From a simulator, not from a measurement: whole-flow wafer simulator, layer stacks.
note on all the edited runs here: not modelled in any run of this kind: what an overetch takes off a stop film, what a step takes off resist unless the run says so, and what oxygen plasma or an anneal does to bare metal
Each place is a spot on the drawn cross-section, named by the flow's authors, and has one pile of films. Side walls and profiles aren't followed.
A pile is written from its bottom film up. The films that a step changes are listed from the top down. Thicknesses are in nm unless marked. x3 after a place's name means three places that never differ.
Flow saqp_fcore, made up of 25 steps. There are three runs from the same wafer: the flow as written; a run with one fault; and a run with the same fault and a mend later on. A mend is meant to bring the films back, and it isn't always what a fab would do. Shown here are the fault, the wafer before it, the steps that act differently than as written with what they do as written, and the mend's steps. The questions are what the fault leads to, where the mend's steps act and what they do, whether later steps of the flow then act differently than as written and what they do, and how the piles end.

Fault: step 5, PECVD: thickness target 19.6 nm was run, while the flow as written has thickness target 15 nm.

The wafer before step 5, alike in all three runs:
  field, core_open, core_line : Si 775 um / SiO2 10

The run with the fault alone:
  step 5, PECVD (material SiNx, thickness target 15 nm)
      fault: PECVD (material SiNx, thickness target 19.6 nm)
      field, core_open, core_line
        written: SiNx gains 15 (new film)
        fault: SiNx gains 19.6 (new film)
  None of the later steps of the flow acts differently than as written at any place that is followed.
  At field, core_open, core_line, the piles at the end differ from the flow's by more than 2% or 0.5 nm, whichever is larger.
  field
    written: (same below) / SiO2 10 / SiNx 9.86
    fault: (same below) / SiO2 10 / SiNx 14.5
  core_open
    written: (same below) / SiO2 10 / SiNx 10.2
    fault: (same below) / SiO2 10 / SiNx 14.8
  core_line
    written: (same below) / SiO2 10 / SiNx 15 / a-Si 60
    fault: (same below) / SiO2 10 / SiNx 19.6 / a-Si 60

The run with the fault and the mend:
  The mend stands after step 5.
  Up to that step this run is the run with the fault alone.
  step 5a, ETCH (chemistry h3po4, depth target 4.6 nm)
      field, core_open, core_line
        SiNx loses 4.6
  None of the later steps of the flow acts differently than as written at any place that is followed.
  By the end, the piles equal the flow's at every place that both follow.
